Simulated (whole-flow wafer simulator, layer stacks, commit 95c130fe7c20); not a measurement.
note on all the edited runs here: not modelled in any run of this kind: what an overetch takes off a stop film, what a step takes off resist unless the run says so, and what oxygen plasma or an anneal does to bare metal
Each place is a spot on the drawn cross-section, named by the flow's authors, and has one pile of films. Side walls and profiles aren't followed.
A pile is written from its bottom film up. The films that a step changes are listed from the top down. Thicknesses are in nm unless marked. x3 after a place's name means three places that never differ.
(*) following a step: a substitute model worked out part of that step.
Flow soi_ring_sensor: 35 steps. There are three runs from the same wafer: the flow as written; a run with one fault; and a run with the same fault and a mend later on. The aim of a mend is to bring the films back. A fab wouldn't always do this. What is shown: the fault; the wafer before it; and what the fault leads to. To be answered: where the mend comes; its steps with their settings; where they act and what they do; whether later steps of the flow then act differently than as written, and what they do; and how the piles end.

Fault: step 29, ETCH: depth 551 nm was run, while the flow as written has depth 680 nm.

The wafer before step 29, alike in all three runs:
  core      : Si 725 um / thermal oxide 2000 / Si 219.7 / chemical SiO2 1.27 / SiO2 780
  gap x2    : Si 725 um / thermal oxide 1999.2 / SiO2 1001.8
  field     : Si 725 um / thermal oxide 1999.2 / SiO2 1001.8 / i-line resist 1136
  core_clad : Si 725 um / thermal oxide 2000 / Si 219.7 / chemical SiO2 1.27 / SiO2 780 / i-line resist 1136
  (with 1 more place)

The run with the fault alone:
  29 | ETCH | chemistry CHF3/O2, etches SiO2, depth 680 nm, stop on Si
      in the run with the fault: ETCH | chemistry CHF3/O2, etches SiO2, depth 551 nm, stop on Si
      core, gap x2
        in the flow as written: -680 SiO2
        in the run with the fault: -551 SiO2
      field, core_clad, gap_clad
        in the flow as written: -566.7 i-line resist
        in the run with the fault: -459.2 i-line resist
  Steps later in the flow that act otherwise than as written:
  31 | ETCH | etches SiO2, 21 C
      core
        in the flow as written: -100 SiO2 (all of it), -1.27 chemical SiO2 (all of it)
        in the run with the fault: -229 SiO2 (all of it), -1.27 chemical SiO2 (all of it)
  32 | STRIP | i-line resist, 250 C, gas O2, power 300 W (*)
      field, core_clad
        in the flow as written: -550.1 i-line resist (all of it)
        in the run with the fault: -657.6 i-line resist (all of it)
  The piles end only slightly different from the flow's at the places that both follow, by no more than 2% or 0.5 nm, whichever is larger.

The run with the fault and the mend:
  The mend stands after step 29.
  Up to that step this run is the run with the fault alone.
  29a | ETCH | chemistry CHF3/O2, etches SiO2, depth 129 nm, stop on Si (a further turn of the flow's step 29, with different settings)
      core, gap x2
        -129 SiO2
      field, core_clad, gap_clad
        -107.5 i-line resist
  Later steps of the flow that are run all act as written at every place that is followed.
  At every place that both follow, the piles at the end match the flow's.
